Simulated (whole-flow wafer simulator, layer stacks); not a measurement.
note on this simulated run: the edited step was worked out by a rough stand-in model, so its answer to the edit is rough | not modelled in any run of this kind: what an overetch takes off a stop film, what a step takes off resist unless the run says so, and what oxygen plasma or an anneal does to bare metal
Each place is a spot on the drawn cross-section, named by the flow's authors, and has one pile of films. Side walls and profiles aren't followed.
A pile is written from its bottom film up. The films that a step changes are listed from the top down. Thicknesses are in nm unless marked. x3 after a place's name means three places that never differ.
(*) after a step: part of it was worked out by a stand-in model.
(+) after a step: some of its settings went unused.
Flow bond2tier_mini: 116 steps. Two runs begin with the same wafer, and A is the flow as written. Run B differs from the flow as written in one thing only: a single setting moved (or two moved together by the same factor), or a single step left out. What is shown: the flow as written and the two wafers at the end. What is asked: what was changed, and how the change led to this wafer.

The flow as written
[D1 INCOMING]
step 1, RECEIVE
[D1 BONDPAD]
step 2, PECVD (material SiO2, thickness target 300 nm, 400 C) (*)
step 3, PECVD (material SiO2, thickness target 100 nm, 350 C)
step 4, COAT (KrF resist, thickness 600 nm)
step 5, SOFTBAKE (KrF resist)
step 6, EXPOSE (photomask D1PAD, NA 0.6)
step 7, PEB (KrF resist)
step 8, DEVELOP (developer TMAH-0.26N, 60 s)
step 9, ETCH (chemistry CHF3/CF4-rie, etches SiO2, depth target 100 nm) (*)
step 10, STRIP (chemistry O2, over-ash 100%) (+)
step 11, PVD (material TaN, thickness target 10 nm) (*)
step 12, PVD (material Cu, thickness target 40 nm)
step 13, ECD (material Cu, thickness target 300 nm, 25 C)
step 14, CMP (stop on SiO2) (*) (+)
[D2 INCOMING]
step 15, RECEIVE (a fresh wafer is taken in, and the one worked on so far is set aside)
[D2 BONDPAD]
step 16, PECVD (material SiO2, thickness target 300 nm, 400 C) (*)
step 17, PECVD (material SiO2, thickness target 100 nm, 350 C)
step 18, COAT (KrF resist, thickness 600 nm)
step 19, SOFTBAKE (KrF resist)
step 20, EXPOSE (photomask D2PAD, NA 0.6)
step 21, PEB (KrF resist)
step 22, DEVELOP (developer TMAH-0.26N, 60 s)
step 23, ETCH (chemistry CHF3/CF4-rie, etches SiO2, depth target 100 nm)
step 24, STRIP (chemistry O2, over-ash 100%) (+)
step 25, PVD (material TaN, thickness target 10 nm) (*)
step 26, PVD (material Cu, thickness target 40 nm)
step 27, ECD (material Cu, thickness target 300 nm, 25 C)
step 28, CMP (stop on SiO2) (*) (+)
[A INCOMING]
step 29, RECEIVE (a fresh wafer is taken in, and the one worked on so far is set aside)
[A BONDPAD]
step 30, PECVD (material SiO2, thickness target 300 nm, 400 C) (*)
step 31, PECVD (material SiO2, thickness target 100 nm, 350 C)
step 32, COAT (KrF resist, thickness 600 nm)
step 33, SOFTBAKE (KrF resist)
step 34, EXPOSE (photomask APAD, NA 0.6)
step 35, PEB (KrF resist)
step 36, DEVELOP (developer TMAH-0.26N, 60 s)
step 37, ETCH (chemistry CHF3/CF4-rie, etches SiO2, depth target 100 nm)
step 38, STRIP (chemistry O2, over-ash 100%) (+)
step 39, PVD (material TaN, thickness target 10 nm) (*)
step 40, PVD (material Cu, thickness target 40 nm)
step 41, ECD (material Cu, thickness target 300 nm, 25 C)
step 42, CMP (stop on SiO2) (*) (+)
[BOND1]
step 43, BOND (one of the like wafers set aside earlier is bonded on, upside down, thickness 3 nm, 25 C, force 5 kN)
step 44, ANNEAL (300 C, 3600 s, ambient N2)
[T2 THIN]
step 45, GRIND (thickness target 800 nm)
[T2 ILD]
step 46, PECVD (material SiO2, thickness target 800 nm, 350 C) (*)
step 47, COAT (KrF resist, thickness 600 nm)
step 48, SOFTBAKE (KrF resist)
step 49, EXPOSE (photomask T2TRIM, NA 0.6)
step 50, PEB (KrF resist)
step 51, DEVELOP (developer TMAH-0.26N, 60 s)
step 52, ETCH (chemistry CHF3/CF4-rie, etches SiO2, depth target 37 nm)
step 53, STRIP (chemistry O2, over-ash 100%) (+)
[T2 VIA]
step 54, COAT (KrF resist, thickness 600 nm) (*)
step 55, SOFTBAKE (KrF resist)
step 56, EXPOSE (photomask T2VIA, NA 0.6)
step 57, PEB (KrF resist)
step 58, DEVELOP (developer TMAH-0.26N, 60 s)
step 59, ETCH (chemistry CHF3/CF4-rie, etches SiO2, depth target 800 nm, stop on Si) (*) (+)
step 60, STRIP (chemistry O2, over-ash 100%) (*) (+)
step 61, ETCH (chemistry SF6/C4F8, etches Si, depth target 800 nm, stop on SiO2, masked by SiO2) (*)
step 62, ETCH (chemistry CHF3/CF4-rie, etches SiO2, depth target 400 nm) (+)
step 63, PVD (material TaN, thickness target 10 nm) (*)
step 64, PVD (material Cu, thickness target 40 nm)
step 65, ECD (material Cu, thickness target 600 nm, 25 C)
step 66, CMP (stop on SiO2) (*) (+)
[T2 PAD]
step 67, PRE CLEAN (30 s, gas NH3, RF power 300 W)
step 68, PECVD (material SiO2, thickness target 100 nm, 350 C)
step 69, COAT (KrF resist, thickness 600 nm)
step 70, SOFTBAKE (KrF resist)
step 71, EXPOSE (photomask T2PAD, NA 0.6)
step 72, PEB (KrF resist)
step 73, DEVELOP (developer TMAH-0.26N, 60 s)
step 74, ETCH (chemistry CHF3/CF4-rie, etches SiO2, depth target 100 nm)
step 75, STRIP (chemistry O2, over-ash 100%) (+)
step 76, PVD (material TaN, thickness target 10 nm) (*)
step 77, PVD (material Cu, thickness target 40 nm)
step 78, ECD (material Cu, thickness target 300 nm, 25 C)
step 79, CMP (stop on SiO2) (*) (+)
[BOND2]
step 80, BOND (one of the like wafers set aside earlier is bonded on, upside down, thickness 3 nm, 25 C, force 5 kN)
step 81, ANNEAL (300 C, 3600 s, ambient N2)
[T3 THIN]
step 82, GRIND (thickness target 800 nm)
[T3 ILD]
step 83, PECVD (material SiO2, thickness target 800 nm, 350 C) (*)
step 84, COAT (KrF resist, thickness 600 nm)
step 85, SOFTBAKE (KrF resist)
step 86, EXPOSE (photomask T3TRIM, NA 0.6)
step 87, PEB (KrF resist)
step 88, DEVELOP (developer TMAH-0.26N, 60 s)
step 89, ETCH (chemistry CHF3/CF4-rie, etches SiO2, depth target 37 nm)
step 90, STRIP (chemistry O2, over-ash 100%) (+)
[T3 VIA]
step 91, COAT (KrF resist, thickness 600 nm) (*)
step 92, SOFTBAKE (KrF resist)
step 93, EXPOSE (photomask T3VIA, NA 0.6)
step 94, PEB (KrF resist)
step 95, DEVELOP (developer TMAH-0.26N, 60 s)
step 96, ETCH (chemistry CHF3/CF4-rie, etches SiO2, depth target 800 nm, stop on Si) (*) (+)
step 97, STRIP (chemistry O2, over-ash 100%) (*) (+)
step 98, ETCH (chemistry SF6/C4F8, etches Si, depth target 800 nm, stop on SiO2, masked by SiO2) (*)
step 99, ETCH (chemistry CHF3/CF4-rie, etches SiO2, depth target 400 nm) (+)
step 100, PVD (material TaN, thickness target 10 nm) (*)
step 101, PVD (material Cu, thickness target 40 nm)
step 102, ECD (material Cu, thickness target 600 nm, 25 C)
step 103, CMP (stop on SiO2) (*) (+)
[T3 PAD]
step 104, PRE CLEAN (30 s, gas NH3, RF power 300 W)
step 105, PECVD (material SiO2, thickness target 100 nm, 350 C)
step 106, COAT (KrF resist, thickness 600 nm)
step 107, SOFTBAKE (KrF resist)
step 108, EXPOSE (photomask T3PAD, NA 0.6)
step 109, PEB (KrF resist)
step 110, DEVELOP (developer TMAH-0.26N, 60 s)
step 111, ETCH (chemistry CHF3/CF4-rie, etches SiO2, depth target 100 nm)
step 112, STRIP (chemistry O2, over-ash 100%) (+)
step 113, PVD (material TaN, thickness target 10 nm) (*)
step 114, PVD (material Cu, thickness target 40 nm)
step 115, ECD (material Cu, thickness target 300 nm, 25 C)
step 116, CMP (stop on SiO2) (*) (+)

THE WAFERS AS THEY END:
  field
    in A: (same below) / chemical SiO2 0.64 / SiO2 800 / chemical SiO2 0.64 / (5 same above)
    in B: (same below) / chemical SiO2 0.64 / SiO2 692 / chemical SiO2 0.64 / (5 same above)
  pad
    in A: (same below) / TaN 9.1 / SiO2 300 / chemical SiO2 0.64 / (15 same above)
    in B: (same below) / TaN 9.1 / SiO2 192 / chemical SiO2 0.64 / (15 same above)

The reason: step 2, PECVD: thickness target 192 nm was run, whereas the flow has thickness target 300 nm.
The wafer itself shows it: pad has SiO2 192, and step 2 as written asks for 300 nm.

Step by step, how the change led to this:
  step 2, PECVD (material SiO2, thickness target 300 nm, 400 C) (*)
      field, pad, via: A +300 SiO2 (new film) | B +192 SiO2 (new film)
  step 43, BOND (one of the like wafers set aside earlier is bonded on, upside down, thickness 3 nm, 25 C, force 5 kN)
      field: A +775 um Si (new film), +0.64 chemical SiO2 (new film), +400 SiO2 | B +775 um Si (new film), +0.64 chemical SiO2 (new film), +292 SiO2
      pad: A +775 um Si (new film), +0.64 chemical SiO2 (new film), +300 SiO2 (new film), +9.1 TaN (new film), +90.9 Cu | B +775 um Si (new film), +0.64 chemical SiO2 (new film), +192 SiO2 (new film), +9.1 TaN (new film), +90.9 Cu
      (also at 1 further place)
